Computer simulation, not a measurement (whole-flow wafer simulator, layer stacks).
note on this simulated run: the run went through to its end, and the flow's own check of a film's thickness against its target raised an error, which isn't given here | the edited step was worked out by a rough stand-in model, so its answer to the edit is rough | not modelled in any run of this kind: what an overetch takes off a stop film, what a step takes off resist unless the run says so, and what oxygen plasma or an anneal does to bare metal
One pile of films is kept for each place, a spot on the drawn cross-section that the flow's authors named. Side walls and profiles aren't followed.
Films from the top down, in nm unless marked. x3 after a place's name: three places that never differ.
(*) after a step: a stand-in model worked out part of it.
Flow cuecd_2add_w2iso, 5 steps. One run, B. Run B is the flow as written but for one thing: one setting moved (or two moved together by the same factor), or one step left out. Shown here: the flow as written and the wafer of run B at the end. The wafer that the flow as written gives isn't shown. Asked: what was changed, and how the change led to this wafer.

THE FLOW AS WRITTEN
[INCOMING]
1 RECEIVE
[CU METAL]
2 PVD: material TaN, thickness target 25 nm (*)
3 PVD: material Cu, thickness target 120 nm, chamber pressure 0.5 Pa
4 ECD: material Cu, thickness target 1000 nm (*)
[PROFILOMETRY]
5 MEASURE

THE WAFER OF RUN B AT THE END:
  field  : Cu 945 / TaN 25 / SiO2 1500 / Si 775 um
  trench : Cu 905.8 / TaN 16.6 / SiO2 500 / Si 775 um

The cause: step 4, ECD: thickness target 825 nm was run, where the flow has thickness target 1000 nm.

How the change led to this, step by step:
  4 ECD: material Cu, thickness target 1000 nm (*)
      field: Cu +825 (as written it would be: Cu +1000)
      trench: Cu +825 (as written it would be: Cu +2047.6)
